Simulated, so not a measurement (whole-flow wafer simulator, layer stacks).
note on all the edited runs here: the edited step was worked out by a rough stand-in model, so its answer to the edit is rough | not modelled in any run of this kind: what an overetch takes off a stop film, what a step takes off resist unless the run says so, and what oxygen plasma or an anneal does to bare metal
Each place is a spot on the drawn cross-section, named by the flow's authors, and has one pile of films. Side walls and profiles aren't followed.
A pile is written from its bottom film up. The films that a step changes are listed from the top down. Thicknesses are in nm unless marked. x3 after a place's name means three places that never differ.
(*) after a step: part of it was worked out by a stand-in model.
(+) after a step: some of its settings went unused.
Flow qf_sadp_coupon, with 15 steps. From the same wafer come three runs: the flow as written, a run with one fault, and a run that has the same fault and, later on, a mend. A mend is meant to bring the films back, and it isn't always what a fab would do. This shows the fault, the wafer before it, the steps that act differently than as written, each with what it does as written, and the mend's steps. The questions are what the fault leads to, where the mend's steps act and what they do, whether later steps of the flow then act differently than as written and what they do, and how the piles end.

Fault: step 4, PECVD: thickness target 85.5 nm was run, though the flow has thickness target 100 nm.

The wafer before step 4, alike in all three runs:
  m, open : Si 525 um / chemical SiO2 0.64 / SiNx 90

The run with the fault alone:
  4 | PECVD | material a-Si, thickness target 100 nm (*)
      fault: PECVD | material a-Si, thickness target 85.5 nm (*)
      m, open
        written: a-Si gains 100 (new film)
        fault: a-Si gains 85.5 (new film)
  Later steps of the flow acting differently than as written:
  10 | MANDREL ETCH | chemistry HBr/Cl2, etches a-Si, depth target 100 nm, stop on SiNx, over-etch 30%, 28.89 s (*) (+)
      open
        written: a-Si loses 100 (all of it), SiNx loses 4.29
        fault: a-Si loses 85.5 (all of it), SiNx loses 6.36
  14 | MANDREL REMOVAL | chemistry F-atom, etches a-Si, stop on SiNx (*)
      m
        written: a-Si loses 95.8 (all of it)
        fault: a-Si loses 81.3 (all of it)
  By the end, the piles at open depart from the flow's by more than 2% or 0.5 nm, whichever is larger.
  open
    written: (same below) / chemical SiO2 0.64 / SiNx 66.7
    fault: (same below) / chemical SiO2 0.64 / SiNx 64.6

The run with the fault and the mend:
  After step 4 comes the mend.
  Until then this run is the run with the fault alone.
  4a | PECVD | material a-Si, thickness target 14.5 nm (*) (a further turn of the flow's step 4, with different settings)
      m, open
        a-Si gains 14.5
  Every later step of the flow that is run acts as written at every place that is followed.
  The piles end the same as the flow's at every place that both follow.
